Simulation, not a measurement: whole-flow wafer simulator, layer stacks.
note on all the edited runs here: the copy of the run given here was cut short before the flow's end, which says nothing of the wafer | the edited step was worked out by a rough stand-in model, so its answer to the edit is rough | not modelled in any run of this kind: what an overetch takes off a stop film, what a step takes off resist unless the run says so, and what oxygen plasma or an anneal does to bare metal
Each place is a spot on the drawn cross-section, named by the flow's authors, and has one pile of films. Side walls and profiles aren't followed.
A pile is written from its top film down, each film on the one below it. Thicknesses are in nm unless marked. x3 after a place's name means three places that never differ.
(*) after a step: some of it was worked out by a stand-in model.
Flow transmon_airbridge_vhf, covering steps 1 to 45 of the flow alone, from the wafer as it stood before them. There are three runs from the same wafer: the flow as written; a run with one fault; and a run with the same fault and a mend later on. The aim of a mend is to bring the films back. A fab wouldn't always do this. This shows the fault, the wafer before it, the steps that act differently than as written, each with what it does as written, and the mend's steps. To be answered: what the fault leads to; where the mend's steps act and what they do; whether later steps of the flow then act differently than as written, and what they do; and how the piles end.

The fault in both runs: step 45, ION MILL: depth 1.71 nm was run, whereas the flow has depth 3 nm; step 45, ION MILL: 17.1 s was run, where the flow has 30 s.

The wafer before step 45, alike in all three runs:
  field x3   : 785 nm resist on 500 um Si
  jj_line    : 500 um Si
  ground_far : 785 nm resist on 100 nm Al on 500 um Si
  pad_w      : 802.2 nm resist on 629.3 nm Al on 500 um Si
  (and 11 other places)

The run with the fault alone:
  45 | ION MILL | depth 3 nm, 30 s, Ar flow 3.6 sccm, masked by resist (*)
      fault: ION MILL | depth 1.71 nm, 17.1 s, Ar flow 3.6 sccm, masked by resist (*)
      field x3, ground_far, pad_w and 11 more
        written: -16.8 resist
        fault: -9.57 resist
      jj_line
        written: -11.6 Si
        fault: -6.63 Si
  None of the later steps of the flow acts differently than as written at any place that is followed.
  The piles end only slightly different from the flow's at the places that both follow, by no more than 2% or 0.5 nm, whichever is larger.

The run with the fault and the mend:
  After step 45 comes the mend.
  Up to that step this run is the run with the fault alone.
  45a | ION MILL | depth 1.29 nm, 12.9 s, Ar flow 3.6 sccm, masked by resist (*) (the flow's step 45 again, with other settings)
      field x3, ground_far, pad_w and 11 more
        -7.22 resist
      jj_line
        -5 Si
  None of the later steps of the flow acts differently than as written at any place that is followed.
  The piles end the same as the flow's at every place that both follow.
